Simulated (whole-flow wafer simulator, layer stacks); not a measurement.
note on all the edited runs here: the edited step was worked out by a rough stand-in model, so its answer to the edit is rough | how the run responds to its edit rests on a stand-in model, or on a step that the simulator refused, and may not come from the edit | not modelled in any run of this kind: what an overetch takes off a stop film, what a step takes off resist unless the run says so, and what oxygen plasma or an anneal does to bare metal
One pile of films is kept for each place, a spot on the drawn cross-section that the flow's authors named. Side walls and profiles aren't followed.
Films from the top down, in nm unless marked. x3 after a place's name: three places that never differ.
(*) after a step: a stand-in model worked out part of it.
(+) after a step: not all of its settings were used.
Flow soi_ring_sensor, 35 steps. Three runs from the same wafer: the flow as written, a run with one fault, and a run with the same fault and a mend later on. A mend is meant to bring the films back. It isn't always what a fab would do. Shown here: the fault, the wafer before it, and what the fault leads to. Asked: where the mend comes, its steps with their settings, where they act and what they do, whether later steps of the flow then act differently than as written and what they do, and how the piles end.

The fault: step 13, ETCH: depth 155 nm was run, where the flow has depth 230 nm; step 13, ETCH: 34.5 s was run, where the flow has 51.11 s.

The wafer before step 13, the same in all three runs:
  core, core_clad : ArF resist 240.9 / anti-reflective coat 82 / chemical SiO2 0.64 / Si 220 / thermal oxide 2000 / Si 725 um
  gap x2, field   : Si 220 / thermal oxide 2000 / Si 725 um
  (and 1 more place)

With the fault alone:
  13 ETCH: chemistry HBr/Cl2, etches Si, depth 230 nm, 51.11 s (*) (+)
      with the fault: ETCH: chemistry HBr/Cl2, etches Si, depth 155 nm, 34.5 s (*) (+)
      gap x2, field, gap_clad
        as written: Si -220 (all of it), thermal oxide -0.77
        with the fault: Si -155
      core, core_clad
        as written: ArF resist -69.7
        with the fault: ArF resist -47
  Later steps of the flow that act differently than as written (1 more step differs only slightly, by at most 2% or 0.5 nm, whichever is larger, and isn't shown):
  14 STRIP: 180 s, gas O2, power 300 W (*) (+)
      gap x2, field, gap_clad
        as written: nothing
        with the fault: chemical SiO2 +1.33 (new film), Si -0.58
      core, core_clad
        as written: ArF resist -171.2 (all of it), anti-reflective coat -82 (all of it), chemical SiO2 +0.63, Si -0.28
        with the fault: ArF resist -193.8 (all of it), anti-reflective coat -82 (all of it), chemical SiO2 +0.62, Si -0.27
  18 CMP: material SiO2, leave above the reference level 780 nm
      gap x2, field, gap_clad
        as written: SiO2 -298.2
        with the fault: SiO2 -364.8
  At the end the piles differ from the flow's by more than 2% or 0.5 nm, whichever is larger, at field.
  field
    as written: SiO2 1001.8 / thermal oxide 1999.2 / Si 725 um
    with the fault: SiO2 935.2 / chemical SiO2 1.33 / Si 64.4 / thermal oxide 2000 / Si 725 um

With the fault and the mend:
  The mend comes after step 13.
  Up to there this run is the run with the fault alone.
  13a ETCH: chemistry HBr/Cl2, etches Si, depth 75 nm, 16.67 s (*) (+) (the flow's step 13 once more, with other settings)
      gap x2, field, gap_clad
        Si -65 (all of it), thermal oxide -0.77
      core, core_clad
        ArF resist -22.7
  No later step of the flow acts differently than as written, at any place that is followed, by more than 2% or 0.5 nm, whichever is larger.
  At the end the piles are the same as the flow's at every place that both follow.
